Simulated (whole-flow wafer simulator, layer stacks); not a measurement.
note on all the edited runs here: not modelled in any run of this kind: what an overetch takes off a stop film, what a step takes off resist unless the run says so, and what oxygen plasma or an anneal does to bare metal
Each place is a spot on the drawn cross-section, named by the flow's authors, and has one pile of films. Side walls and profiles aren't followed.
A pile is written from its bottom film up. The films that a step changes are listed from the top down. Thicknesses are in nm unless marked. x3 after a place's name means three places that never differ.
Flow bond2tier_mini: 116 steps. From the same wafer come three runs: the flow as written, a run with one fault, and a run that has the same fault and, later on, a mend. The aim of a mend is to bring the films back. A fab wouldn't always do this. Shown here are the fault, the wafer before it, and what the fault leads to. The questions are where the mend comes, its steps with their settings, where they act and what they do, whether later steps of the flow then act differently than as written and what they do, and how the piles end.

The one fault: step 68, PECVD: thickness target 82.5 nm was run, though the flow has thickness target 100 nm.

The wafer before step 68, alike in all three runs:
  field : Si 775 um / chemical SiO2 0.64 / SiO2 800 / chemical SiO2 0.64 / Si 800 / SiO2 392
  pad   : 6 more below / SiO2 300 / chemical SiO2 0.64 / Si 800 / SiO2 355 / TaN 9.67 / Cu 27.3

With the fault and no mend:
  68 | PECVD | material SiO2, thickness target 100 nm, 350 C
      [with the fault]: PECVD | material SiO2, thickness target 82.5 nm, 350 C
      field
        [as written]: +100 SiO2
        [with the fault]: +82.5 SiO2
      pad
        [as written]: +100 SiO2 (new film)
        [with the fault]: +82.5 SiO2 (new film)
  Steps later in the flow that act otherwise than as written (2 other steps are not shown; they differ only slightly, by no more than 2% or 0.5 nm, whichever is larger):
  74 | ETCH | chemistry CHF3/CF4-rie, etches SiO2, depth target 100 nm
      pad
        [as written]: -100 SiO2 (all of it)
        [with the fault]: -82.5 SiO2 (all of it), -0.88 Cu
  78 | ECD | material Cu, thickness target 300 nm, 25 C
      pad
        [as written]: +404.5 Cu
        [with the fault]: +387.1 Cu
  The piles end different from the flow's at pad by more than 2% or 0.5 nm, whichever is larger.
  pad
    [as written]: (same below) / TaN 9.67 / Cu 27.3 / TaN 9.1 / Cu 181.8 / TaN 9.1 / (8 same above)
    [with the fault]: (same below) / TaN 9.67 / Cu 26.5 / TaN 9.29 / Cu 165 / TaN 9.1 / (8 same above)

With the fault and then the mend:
  The mend follows step 68.
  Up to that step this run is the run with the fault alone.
  68a | PECVD | material SiO2, thickness target 17.5 nm, 350 C (the flow's step 68 again, with other settings)
      field, pad
        +17.5 SiO2
  None of the later steps of the flow acts differently than as written at any place that is followed.
  At every place that both follow, the piles at the end match the flow's.
